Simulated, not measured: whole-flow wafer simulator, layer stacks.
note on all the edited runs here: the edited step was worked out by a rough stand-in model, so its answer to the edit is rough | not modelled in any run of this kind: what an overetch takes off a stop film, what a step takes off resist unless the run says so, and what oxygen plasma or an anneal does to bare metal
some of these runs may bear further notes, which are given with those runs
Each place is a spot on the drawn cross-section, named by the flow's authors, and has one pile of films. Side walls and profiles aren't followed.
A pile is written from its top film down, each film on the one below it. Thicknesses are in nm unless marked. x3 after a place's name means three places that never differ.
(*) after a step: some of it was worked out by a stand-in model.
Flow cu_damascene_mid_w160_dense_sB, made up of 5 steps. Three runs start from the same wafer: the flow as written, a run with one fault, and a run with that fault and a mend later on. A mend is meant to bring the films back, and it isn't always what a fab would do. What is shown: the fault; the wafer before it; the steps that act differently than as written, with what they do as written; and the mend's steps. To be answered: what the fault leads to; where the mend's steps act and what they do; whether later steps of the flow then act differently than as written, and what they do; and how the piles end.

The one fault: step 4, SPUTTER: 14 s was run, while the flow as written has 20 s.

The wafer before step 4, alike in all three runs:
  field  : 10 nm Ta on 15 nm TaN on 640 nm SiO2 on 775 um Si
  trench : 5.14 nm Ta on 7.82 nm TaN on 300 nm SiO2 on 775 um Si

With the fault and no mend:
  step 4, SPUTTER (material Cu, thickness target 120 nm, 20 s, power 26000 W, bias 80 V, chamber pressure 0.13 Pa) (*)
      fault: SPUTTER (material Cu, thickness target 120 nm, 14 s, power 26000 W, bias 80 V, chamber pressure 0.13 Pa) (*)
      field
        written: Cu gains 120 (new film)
        fault: Cu gains 84 (new film)
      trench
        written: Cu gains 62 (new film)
        fault: Cu gains 43.4 (new film)
  Steps later in the flow that act otherwise than as written:
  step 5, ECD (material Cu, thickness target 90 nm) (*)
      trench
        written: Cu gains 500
        fault: Cu gains 482.6
  By the end, the piles at field, trench depart from the flow's by more than 2% or 0.5 nm, whichever is larger.
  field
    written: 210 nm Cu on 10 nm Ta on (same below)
    fault: 174 nm Cu on 10 nm Ta on (same below)
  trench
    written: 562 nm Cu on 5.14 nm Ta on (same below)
    fault: 526 nm Cu on 5.14 nm Ta on (same below)

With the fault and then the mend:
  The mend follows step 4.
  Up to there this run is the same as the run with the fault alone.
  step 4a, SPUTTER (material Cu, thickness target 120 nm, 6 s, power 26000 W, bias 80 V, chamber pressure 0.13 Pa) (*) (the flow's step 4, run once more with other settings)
      field
        Cu gains 36
      trench
        Cu gains 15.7
  Every later step of the flow that is run acts as written, at every place that is followed, to within 2% or 0.5 nm, whichever is larger.
  The piles end the same as the flow's at every place that both follow.
